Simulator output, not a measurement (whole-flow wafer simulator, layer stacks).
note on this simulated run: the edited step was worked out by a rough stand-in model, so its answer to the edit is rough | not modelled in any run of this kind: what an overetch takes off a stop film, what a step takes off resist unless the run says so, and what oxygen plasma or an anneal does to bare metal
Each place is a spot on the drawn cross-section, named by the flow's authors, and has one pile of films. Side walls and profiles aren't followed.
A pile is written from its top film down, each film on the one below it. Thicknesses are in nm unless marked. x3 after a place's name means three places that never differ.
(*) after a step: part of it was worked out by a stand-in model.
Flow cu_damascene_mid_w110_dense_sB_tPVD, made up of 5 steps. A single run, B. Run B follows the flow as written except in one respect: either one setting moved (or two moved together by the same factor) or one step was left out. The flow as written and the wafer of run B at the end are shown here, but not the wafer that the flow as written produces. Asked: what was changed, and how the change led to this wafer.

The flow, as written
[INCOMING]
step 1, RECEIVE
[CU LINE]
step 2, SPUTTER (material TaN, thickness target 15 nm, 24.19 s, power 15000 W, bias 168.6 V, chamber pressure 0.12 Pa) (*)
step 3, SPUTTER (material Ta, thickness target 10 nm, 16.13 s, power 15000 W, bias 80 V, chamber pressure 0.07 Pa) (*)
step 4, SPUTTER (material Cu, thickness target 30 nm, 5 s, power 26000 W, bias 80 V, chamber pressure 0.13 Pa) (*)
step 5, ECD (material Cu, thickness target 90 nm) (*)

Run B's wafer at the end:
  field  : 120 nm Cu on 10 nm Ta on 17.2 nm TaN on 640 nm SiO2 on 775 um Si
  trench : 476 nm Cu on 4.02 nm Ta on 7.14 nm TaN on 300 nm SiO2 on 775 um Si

Cause: step 2, SPUTTER: thickness target 17.2 nm was run, though the flow has thickness target 15 nm; step 2, SPUTTER: 27.82 s was run, where the flow has 24.19 s.
One can read it off the wafer: field has TaN 17.2, and step 2 as written asks for 15 nm.

How this came from the change, step by step:
  step 2, SPUTTER (material TaN, thickness target 15 nm, 24.19 s, power 15000 W, bias 168.6 V, chamber pressure 0.12 Pa) (*)
      field: TaN gains 17.2 (new film) (it would be, as written: TaN gains 15 (new film))
      trench: TaN gains 7.14 (new film) (it would be, as written: TaN gains 6.23 (new film))
